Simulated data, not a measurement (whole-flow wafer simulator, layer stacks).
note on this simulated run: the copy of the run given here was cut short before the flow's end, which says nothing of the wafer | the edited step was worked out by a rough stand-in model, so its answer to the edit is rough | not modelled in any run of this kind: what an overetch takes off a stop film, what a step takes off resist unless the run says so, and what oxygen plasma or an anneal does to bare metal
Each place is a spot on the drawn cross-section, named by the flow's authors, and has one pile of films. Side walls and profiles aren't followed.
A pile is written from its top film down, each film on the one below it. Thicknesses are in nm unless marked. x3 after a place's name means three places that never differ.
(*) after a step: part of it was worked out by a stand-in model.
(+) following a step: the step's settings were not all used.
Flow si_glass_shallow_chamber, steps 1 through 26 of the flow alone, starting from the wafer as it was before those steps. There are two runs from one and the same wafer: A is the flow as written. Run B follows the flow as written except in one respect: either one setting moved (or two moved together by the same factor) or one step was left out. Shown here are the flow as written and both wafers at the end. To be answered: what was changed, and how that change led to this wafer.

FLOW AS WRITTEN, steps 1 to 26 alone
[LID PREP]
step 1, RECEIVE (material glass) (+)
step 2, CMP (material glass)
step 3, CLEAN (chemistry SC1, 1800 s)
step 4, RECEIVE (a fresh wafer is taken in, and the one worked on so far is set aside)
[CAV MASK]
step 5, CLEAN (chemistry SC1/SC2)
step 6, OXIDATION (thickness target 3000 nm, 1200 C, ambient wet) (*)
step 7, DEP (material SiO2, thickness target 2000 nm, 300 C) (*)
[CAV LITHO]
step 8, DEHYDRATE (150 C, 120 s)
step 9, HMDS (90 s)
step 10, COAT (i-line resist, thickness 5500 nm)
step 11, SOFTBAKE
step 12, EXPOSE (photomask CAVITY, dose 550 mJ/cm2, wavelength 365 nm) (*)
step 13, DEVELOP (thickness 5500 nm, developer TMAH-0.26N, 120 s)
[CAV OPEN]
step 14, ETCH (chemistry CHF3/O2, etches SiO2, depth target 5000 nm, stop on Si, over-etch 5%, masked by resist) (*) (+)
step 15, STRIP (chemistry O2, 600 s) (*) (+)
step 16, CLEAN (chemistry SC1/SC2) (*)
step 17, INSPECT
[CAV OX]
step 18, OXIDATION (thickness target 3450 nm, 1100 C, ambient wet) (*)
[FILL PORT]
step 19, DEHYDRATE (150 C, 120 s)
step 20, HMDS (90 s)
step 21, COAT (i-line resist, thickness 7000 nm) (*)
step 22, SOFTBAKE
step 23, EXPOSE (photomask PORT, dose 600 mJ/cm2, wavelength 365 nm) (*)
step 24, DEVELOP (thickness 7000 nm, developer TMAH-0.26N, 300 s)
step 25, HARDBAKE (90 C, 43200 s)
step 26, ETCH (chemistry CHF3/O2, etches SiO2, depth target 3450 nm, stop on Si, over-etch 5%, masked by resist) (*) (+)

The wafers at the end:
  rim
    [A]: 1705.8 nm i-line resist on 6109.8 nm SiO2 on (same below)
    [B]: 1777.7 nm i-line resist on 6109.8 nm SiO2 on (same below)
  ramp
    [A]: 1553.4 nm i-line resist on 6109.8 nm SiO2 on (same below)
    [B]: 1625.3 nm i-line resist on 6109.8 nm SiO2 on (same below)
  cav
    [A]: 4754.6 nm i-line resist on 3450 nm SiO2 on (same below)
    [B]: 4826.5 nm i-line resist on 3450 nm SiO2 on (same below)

The reason: step 26, ETCH: over-etch 2.5% was run, though the flow has over-etch 5%.

Step by step, how the change led to this:
  step 26, ETCH (chemistry CHF3/O2, etches SiO2, depth target 3450 nm, stop on Si, over-etch 5%, masked by resist) (*) (+)
      rim, ramp, cav, ring: A -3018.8 i-line resist | B -2946.9 i-line resist
      port: A -3450 SiO2 (all of it), -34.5 Si | B -3450 SiO2 (all of it), -17.2 Si
      (also at 1 further place)
